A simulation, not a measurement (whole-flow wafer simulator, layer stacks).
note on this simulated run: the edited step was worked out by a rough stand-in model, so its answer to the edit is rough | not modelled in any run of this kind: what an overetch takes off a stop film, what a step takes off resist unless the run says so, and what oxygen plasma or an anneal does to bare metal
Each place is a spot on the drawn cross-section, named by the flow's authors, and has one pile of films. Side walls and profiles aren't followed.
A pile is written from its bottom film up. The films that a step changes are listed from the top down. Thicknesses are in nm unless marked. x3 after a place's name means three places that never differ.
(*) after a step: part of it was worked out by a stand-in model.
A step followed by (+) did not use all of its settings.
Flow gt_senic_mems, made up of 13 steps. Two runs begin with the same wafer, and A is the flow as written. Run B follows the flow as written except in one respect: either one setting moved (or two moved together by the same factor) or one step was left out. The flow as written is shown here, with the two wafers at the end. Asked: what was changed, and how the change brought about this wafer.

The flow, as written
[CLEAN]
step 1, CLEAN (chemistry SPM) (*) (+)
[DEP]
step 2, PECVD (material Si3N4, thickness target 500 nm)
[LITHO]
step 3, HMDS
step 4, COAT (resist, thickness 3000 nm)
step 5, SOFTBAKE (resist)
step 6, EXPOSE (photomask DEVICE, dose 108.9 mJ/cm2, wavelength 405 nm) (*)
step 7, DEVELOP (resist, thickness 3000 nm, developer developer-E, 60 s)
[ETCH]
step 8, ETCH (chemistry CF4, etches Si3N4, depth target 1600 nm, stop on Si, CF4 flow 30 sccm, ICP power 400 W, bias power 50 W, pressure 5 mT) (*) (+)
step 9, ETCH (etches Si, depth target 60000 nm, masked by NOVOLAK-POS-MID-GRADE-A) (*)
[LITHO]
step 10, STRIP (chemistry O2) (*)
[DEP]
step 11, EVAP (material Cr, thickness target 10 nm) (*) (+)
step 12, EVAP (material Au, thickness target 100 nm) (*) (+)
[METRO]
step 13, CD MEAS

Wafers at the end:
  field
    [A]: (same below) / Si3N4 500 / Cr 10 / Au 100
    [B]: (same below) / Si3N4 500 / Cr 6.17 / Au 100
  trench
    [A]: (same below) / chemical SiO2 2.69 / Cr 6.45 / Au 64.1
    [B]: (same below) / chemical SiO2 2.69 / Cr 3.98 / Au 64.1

What caused this: step 11, EVAP: thickness target 6.17 nm was run, whereas the flow has thickness target 10 nm.
One can read it off the wafer: field has Cr 6.17, and step 11 as written asks for 10 nm.

The path from the change to this, step by step:
  step 11, EVAP (material Cr, thickness target 10 nm) (*) (+)
      field: A Cr gains 10 (new film) | B Cr gains 6.17 (new film)
      trench: A Cr gains 6.45 (new film) | B Cr gains 3.98 (new film)
